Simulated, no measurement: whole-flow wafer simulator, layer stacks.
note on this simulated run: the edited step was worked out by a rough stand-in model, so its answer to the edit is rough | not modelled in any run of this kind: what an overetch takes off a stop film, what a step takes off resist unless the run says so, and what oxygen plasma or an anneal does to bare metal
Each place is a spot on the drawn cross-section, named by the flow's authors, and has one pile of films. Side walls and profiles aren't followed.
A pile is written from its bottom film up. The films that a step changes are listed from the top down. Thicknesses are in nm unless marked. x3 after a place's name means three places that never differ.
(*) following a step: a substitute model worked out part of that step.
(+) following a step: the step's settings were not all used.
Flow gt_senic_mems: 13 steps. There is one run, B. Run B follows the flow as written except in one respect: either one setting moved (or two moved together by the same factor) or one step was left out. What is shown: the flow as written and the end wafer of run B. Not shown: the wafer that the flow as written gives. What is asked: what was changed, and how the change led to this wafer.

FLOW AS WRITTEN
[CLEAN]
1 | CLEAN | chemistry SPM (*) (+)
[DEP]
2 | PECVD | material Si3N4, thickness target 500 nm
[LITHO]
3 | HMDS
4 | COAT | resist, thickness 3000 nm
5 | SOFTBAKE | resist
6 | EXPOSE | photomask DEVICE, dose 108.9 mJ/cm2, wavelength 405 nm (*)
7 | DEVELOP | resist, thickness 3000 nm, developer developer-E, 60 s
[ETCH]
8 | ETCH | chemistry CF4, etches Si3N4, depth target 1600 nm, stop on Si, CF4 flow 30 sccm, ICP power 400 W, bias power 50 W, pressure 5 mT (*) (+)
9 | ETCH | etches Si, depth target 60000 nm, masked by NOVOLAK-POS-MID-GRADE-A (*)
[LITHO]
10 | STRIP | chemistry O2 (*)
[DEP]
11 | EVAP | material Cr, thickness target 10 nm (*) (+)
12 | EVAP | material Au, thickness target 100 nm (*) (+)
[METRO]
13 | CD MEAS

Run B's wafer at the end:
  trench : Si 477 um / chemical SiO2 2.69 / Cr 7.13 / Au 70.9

What caused this: step 9, ETCH: depth target 48000 nm was run, while the flow as written has depth target 60000 nm.

How this came from the change, step by step:
  9 | ETCH | etches Si, depth target 60000 nm, masked by NOVOLAK-POS-MID-GRADE-A (*)
      field: resist loses 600 (as written it would have been: resist loses 750)
      trench: Si loses 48 um (as written it would have been: Si loses 60 um)
  10 | STRIP | chemistry O2 (*)
      field: resist loses 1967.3 (all of it) (as written it would have been: resist loses 1817.3 (all of it))
  11 | EVAP | material Cr, thickness target 10 nm (*) (+)
      trench: Cr gains 7.13 (new film) (as written it would have been: Cr gains 6.45 (new film))
  12 | EVAP | material Au, thickness target 100 nm (*) (+)
      trench: Au gains 70.9 (new film) (as written it would have been: Au gains 64.1 (new film))
